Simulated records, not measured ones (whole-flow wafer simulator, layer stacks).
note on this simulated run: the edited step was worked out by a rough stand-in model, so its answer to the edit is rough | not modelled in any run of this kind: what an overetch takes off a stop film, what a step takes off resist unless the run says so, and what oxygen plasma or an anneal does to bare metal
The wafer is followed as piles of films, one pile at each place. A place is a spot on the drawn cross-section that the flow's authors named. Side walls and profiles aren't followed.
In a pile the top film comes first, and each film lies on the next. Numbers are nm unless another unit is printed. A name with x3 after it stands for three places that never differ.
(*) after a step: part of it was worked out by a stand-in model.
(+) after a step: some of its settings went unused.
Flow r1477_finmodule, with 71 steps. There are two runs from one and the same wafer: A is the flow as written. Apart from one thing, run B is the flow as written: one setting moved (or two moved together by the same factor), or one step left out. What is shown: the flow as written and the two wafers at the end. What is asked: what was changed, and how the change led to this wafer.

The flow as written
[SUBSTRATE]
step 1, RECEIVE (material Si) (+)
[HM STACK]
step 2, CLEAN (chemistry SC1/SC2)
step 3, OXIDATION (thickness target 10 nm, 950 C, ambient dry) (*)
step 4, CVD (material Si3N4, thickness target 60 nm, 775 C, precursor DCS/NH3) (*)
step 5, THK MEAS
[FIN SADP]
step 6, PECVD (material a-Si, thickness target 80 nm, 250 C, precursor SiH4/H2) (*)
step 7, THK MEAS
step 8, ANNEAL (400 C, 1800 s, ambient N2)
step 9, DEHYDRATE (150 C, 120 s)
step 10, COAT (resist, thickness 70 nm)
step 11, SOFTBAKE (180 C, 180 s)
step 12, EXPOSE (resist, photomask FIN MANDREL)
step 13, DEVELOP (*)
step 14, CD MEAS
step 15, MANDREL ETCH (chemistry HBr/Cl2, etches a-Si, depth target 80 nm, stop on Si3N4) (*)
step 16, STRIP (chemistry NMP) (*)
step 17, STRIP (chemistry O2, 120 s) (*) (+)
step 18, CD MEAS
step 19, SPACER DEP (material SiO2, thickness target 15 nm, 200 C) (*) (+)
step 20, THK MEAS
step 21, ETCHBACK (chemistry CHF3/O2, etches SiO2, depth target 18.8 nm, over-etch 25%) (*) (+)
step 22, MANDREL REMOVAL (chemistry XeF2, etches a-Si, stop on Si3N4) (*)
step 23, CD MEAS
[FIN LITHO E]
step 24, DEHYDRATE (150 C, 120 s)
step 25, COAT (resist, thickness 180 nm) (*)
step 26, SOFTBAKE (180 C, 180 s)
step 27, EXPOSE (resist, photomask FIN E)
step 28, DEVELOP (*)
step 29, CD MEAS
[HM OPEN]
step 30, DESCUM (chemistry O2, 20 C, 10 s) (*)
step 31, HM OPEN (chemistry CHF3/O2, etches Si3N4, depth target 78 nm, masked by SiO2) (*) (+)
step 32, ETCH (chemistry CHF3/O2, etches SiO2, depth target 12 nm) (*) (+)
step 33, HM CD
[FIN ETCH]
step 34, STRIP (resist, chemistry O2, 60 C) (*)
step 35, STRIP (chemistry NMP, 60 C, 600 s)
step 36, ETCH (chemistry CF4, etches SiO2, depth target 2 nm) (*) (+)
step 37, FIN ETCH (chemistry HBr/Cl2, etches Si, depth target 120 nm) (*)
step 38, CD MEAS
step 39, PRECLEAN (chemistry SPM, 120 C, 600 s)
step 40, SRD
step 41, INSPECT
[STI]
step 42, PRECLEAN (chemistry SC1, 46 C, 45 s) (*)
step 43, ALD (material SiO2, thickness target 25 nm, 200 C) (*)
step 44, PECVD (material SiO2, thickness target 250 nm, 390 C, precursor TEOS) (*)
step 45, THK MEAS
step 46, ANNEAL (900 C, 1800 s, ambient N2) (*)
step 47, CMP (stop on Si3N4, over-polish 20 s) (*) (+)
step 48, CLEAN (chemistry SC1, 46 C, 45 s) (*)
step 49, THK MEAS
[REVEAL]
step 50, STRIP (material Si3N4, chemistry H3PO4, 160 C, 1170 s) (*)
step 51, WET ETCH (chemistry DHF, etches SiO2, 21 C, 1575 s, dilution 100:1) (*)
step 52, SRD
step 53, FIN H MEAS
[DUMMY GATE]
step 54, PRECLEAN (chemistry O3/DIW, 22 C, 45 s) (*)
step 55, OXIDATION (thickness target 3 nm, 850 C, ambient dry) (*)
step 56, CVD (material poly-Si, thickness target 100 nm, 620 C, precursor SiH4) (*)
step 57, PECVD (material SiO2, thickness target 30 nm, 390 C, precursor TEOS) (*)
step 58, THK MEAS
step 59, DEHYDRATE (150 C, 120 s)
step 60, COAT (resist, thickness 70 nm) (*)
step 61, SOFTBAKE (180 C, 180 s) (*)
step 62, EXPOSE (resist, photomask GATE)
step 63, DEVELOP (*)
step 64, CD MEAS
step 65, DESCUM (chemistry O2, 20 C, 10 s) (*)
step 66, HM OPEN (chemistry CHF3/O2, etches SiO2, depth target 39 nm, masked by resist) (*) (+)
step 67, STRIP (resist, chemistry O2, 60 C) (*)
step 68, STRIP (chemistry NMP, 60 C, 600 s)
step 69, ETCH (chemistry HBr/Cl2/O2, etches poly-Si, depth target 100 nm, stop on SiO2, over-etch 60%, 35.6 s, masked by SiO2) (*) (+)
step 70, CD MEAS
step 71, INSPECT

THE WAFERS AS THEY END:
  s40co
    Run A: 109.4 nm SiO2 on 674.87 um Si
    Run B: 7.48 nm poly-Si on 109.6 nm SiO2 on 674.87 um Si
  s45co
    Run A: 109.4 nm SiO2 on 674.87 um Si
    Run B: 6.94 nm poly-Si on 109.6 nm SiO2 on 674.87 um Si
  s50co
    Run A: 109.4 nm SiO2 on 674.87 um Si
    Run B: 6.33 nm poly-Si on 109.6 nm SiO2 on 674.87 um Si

Cause: step 69, ETCH: depth target 65 nm was run, while the flow as written has depth target 100 nm.

Step by step, how the change led to this:
  step 69, ETCH (chemistry HBr/Cl2/O2, etches poly-Si, depth target 100 nm, stop on SiO2, over-etch 60%, 35.6 s, masked by SiO2) (*) (+)
      s40co: A chemical SiO2 loses 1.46 (all of it), poly-Si loses 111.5 (all of it), SiO2 loses 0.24 | B chemical SiO2 loses 1.46 (all of it), poly-Si loses 104
      s45co: A chemical SiO2 loses 1.46 (all of it), poly-Si loses 110.9 (all of it), SiO2 loses 0.25 | B chemical SiO2 loses 1.46 (all of it), poly-Si loses 104
      (as well as at 19 more places)
